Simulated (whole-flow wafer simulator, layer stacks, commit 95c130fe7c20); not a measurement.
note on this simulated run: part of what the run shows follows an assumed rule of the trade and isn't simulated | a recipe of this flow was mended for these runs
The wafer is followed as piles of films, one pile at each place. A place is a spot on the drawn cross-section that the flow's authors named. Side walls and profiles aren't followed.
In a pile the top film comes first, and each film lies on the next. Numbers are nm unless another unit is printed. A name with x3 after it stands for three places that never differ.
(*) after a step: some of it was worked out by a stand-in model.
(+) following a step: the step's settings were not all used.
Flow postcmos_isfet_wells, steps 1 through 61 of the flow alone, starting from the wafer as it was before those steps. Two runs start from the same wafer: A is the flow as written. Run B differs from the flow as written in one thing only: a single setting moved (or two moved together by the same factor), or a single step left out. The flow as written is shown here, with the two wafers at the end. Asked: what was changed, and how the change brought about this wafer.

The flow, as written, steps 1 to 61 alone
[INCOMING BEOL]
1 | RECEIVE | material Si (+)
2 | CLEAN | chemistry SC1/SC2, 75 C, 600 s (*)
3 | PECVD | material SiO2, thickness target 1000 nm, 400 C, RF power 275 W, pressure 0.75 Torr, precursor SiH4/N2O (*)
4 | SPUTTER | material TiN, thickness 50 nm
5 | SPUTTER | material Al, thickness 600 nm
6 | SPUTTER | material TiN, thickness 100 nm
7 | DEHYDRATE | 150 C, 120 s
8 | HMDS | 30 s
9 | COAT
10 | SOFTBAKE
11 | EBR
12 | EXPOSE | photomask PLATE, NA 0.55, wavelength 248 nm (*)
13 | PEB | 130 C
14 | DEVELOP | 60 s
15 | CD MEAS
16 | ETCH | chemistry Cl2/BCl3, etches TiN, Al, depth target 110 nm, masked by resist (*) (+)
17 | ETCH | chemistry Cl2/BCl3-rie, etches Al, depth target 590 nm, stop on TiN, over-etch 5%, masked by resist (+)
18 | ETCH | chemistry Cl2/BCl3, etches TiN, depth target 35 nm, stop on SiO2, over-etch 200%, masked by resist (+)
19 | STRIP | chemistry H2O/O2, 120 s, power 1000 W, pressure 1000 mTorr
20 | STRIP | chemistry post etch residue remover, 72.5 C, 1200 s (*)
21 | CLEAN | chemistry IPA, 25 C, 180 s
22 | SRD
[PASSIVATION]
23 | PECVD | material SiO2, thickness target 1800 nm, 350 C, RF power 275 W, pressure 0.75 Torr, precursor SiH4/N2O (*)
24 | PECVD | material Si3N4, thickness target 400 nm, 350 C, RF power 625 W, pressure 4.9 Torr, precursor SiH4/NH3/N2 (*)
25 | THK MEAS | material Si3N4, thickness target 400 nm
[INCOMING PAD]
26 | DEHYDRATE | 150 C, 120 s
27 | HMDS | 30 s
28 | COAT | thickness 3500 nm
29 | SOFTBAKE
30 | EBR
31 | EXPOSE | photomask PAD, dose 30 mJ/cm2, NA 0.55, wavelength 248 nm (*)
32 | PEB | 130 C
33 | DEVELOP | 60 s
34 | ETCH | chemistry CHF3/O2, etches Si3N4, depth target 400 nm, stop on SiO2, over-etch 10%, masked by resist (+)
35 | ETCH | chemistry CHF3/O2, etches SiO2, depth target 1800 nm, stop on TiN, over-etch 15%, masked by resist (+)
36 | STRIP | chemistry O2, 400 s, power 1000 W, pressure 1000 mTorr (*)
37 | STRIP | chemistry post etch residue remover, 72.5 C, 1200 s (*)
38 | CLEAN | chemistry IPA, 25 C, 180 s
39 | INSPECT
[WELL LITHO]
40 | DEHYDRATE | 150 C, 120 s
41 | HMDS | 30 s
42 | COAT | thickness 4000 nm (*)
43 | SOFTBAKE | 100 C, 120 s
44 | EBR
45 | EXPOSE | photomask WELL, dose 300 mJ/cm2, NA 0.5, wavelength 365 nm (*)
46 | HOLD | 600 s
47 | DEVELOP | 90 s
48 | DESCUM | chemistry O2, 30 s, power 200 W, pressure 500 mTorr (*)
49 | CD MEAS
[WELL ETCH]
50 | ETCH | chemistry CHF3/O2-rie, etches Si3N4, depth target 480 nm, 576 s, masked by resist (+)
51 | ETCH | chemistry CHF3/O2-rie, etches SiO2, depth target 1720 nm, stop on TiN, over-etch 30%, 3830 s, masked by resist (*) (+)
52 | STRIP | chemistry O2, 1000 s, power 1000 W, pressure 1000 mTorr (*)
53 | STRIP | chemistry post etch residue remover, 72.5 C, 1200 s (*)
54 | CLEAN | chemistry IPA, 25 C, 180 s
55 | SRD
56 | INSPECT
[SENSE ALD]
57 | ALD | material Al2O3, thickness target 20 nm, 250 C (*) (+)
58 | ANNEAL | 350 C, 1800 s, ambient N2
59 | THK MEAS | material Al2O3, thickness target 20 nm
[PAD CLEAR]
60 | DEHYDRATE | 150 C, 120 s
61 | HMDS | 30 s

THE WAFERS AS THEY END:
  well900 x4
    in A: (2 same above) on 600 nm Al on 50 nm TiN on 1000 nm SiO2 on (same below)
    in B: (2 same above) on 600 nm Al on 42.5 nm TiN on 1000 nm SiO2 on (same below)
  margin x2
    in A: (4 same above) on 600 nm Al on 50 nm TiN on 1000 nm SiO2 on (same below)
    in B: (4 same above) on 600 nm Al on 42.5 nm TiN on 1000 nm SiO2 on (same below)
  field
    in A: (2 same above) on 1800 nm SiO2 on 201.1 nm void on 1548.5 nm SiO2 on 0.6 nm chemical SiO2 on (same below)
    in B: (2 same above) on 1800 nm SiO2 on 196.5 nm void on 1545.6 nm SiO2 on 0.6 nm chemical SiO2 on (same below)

What caused this: step 4, SPUTTER: thickness 42.5 nm was run, whereas the flow has thickness 50 nm.
One can read it off the wafer: well900 x4 has TiN 42.5, and step 4 as written asks for 50 nm.

Step by step, how the change led to this:
  4 | SPUTTER | material TiN, thickness 50 nm
      field, margin x2, well900 x4, pad_clr, pad_open: A TiN gains 50 (new film) | B TiN gains 42.5 (new film)
  18 | ETCH | chemistry Cl2/BCl3, etches TiN, depth target 35 nm, stop on SiO2, over-etch 200%, masked by resist (+)
      margin x2, well900 x4, pad_clr, pad_open: A thick-KrF-resist loses 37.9 | B thick-KrF-resist loses 28.9
      field: A TiN loses 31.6 (all of it), SiO2 loses 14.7 | B TiN loses 24.1 (all of it), SiO2 loses 16.2
  23 | PECVD | material SiO2, thickness target 1800 nm, 350 C, RF power 275 W, pressure 0.75 Torr, precursor SiH4/N2O (*)
      field: A SiO2 gains 1800 (new film), void gains 201.1 (new film), SiO2 gains 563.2 | B SiO2 gains 1800 (new film), void gains 196.5 (new film), SiO2 gains 561.8
